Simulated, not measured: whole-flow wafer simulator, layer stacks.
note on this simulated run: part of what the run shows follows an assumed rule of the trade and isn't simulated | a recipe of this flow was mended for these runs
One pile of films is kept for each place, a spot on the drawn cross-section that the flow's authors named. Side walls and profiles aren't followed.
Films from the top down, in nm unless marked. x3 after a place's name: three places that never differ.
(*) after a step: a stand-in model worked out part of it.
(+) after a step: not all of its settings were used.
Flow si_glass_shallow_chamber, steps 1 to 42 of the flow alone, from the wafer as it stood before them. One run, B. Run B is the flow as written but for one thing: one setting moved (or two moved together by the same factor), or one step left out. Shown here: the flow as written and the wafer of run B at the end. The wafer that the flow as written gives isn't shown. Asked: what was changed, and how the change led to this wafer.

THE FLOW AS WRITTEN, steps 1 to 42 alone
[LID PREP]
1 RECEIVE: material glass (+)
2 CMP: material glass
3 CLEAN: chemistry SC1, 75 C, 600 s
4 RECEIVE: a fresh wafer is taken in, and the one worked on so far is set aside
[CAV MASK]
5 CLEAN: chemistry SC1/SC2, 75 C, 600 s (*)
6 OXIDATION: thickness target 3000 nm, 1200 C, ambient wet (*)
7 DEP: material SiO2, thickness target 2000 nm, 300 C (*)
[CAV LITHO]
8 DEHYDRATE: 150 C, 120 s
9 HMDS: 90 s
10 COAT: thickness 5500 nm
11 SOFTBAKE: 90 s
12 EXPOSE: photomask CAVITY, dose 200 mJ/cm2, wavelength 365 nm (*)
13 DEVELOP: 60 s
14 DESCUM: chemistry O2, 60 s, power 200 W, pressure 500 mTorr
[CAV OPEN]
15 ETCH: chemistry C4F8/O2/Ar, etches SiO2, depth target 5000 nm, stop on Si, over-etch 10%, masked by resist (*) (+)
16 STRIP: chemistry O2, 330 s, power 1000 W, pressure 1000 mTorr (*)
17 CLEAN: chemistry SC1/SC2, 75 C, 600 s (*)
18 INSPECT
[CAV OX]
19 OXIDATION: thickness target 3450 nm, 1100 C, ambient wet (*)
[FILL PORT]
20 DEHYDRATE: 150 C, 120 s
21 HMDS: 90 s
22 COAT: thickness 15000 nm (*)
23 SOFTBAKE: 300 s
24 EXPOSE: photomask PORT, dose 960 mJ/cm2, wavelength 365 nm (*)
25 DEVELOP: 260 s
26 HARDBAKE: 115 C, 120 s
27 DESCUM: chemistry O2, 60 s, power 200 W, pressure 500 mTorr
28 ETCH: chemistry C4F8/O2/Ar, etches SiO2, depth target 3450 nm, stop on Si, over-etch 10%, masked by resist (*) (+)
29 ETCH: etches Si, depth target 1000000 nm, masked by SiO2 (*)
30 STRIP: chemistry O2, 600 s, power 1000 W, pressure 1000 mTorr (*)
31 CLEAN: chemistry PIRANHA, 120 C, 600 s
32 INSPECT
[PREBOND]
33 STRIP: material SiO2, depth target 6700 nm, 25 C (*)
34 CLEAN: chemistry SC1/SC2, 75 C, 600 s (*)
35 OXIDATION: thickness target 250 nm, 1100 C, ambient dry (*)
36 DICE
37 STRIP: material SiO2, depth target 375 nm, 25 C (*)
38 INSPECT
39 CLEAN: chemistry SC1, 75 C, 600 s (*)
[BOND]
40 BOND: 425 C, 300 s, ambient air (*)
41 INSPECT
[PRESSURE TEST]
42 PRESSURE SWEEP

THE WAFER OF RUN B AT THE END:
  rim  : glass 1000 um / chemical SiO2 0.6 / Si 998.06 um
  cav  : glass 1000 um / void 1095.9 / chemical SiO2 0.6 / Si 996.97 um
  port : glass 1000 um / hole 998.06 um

The cause: step 2, CMP: material glass, was left out.

How the change led to this, step by step:
  40 BOND: 425 C, 300 s, ambient air (*)
      rim, ramp, septum, ring: glass +1000 um (new film) (as written it would be: glass +999.7 um (new film))
      cav: glass +1000 um (new film), void +1095.9 (new film) (as written it would be: glass +999.7 um (new film), void +1095.9 (new film))
      (and at 1 more place)
